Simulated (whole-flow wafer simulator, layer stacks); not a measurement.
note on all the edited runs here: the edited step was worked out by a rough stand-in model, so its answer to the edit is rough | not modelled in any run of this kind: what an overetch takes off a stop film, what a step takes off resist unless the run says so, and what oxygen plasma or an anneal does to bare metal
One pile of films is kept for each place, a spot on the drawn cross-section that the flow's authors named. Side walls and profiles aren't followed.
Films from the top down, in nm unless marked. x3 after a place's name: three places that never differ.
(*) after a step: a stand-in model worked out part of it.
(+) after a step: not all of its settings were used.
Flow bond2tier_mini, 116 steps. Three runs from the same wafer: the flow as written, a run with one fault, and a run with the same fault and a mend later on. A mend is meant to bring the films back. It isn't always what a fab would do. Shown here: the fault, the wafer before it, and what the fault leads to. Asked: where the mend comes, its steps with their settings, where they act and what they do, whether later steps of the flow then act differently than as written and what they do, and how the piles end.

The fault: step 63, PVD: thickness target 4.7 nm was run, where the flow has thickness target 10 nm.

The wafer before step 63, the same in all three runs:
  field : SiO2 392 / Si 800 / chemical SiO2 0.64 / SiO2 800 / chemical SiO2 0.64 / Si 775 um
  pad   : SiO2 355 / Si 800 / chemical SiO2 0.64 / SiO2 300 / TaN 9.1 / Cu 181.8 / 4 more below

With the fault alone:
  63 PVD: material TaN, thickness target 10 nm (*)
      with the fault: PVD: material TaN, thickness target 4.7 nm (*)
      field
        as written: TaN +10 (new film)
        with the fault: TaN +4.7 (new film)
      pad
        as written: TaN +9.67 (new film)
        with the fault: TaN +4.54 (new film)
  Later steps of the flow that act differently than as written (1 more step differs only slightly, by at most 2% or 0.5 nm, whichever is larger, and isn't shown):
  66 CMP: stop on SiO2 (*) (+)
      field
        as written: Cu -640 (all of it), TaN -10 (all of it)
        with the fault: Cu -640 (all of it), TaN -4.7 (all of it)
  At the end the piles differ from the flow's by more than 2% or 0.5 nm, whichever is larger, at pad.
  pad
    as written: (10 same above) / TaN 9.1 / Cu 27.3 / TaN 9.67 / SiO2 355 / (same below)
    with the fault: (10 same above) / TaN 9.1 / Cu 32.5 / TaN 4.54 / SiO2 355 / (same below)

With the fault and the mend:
  The mend comes after step 63.
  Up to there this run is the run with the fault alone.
  63a PVD: material TaN, thickness target 5.3 nm (*) (the flow's step 63 once more, with other settings)
      field
        TaN +5.3
      pad
        TaN +5.12
  No later step of the flow acts differently than as written at any place that is followed.
  At the end the piles differ from the flow's only slightly at the places that both follow, by at most 2% or 0.5 nm, whichever is larger.
